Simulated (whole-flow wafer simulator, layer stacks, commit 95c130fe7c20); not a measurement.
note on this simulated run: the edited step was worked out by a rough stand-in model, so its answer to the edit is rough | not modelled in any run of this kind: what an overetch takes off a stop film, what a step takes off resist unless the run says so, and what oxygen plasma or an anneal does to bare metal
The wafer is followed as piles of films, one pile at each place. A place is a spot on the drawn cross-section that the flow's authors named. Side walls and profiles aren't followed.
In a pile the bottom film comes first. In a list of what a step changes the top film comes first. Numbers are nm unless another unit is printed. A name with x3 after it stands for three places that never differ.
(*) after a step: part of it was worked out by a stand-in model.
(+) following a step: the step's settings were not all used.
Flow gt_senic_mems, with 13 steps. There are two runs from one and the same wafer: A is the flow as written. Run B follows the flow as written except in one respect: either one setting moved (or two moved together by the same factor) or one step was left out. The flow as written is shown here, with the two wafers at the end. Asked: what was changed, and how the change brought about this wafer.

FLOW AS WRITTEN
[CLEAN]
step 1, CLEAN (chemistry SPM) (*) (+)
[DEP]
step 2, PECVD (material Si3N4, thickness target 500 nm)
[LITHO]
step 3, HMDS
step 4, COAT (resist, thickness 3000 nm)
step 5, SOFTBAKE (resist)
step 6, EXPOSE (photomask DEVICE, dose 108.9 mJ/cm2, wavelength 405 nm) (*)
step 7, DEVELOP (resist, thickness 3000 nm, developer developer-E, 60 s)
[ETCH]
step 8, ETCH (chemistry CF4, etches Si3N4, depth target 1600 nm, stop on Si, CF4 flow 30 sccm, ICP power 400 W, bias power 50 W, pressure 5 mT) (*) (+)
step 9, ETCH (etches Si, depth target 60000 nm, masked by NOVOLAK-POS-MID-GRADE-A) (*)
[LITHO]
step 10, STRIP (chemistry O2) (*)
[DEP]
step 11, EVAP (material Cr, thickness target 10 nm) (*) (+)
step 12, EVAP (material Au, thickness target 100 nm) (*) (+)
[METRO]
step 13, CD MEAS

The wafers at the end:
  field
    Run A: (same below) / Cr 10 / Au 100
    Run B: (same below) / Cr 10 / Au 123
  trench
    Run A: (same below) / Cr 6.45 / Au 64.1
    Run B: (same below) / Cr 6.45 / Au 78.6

Cause: step 12, EVAP: thickness target 123 nm was run, whereas the flow has thickness target 100 nm.
The wafer itself shows it: field has Au 123, and step 12 as written asks for 100 nm.

Step by step, how the change led to this:
  step 12, EVAP (material Au, thickness target 100 nm) (*) (+)
      field: A Au gains 100 (new film) | B Au gains 123 (new film)
      trench: A Au gains 64.1 (new film) | B Au gains 78.6 (new film)
